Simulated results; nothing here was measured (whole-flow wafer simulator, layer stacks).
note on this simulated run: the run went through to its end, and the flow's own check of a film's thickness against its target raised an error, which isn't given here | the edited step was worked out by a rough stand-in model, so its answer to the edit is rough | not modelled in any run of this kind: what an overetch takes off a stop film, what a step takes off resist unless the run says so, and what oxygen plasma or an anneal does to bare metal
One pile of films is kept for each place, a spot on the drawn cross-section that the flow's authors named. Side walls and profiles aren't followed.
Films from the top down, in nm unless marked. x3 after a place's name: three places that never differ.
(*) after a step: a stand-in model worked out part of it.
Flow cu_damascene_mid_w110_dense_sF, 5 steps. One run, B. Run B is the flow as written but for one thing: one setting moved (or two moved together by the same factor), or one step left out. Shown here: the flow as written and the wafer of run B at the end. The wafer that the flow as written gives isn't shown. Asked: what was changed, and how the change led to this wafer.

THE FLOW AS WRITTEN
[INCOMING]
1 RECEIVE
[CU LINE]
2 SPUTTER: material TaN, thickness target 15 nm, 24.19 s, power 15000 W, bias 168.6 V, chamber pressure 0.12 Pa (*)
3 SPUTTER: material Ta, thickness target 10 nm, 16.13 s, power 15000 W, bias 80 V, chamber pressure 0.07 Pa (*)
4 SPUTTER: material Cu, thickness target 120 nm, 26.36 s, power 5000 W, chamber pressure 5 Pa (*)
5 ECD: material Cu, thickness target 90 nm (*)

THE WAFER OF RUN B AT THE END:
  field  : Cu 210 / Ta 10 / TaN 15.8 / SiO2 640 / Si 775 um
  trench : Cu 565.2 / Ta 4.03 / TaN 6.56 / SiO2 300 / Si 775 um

The cause: step 2, SPUTTER: thickness target 15.8 nm was run, where the flow has thickness target 15 nm; step 2, SPUTTER: 25.4 s was run, where the flow has 24.19 s.
It can be read off the wafer: field has TaN 15.8, and step 2 as written asks for 15 nm.

How the change led to this, step by step:
  2 SPUTTER: material TaN, thickness target 15 nm, 24.19 s, power 15000 W, bias 168.6 V, chamber pressure 0.12 Pa (*)
      field: TaN +15.8 (new film) (as written it would be: TaN +15 (new film))
